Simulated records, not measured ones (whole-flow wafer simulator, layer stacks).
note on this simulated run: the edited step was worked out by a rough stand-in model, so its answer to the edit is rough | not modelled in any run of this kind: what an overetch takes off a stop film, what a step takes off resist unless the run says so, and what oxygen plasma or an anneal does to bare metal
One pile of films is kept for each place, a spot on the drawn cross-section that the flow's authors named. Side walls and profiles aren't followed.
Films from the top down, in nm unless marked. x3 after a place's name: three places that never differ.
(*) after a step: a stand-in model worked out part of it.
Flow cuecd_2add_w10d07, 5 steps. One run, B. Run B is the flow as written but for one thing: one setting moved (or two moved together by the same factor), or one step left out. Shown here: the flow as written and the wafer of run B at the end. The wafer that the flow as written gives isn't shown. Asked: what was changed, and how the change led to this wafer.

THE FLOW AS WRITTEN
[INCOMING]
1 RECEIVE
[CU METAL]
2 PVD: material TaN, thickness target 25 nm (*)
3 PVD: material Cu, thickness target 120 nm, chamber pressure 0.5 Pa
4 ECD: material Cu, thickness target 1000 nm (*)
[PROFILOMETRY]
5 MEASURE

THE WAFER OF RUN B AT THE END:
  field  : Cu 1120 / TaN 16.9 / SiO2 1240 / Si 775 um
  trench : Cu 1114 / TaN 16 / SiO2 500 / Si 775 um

The cause: step 2, PVD: thickness target 16.9 nm was run, where the flow has thickness target 25 nm.
It can be read off the wafer: field has TaN 16.9, and step 2 as written asks for 25 nm.

How the change led to this, step by step:
  2 PVD: material TaN, thickness target 25 nm (*)
      field: TaN +16.9 (new film) (as written it would be: TaN +25 (new film))
      trench: TaN +16 (new film) (as written it would be: TaN +23.7 (new film))
